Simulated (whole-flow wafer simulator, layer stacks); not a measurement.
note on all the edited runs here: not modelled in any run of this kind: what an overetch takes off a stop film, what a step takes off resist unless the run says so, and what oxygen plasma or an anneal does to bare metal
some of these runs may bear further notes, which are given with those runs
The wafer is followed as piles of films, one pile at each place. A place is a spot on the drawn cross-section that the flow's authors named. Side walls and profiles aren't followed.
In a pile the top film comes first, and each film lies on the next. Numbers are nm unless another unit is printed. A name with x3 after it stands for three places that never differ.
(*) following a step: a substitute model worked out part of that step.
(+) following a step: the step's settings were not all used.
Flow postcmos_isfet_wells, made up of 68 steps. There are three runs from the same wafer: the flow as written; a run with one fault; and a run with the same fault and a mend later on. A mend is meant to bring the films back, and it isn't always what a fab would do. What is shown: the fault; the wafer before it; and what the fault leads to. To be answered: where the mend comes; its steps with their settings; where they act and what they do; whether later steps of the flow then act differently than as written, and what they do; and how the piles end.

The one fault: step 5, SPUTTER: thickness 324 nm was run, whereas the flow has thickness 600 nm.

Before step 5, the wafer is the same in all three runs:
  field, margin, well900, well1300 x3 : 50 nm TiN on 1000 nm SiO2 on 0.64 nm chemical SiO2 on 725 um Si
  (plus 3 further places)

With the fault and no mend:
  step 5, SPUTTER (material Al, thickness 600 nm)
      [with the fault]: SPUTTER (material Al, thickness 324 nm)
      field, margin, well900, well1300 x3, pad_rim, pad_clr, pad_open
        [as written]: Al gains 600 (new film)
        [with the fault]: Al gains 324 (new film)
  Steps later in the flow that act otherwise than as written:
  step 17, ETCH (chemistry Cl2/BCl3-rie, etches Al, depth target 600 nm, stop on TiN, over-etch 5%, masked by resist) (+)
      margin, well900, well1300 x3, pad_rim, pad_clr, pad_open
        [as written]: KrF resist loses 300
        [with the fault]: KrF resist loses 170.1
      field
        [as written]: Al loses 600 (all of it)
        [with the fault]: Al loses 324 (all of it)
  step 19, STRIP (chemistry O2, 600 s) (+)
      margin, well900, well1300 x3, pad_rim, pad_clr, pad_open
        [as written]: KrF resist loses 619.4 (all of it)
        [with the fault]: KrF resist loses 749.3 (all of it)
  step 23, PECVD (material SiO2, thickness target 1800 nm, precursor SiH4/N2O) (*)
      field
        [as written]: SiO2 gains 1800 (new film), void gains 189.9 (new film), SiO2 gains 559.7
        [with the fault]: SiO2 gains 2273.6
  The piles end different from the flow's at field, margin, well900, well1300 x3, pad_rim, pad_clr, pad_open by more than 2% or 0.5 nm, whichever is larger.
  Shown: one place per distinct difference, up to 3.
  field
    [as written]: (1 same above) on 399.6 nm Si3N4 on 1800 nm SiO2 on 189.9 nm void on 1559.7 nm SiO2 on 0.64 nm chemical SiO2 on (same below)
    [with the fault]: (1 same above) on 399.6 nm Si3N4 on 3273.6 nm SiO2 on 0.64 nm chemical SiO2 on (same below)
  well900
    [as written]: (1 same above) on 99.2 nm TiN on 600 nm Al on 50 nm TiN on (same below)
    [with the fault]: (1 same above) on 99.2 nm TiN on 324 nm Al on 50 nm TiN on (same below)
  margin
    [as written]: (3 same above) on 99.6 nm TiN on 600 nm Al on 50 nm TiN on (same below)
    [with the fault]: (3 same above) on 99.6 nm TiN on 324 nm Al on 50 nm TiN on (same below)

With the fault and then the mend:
  After step 5 comes the mend.
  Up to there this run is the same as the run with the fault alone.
  step 5a, SPUTTER (material Al, thickness 276 nm) (the flow's step 5, run once more with other settings)
      field, margin, well900, well1300 x3, pad_rim, pad_clr, pad_open
        Al gains 276
  Every later step of the flow that is run acts as written at every place that is followed.
  At every place that both follow, the piles at the end match the flow's.
